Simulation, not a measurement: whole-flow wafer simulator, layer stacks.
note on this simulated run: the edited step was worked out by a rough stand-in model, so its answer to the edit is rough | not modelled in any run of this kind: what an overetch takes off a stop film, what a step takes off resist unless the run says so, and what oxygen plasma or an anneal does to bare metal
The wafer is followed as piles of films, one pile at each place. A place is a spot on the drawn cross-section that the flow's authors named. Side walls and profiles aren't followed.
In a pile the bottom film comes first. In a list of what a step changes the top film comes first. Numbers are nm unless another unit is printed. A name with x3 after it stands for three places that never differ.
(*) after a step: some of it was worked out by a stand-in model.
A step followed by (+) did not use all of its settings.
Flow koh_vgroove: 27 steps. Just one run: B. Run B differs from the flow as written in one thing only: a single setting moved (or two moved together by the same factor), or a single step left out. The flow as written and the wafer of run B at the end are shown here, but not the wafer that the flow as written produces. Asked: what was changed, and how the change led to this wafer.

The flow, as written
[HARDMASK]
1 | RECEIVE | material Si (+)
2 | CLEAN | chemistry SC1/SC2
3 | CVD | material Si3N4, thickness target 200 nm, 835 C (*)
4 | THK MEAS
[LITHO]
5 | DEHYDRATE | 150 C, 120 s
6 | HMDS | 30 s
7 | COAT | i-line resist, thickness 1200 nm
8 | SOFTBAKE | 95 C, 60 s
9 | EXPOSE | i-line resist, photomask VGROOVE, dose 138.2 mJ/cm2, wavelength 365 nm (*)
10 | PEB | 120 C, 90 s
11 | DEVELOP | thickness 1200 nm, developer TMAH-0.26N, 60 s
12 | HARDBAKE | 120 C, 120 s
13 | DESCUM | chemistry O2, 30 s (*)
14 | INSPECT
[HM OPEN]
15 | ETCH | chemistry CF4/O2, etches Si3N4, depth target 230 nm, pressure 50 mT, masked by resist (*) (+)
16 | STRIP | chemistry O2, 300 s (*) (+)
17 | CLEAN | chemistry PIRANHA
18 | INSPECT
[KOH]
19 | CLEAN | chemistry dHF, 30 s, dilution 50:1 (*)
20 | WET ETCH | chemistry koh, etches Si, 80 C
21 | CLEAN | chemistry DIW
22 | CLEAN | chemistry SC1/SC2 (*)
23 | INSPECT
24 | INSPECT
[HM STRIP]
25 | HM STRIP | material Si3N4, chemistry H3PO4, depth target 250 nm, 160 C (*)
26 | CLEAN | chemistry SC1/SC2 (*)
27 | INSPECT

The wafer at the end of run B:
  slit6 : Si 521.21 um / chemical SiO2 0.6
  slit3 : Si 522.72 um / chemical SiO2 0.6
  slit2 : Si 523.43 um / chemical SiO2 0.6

Cause: step 15, ETCH: depth target 259 nm was run, while the flow as written has depth target 230 nm.

The path from the change to this, step by step:
  15 | ETCH | chemistry CF4/O2, etches Si3N4, depth target 230 nm, pressure 50 mT, masked by resist (*) (+)
      slit3, slit2, slit6, slit20: -200 Si3N4 (all of it), -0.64 chemical SiO2 (all of it), -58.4 Si (in the flow as written it would be: -200 Si3N4 (all of it), -0.64 chemical SiO2 (all of it), -29.4 Si)
      field: -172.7 i-line resist (in the flow as written it would be: -153.3 i-line resist)
  16 | STRIP | chemistry O2, 300 s (*) (+)
      field: -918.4 i-line resist (all of it) (in the flow as written it would be: -937.7 i-line resist (all of it))
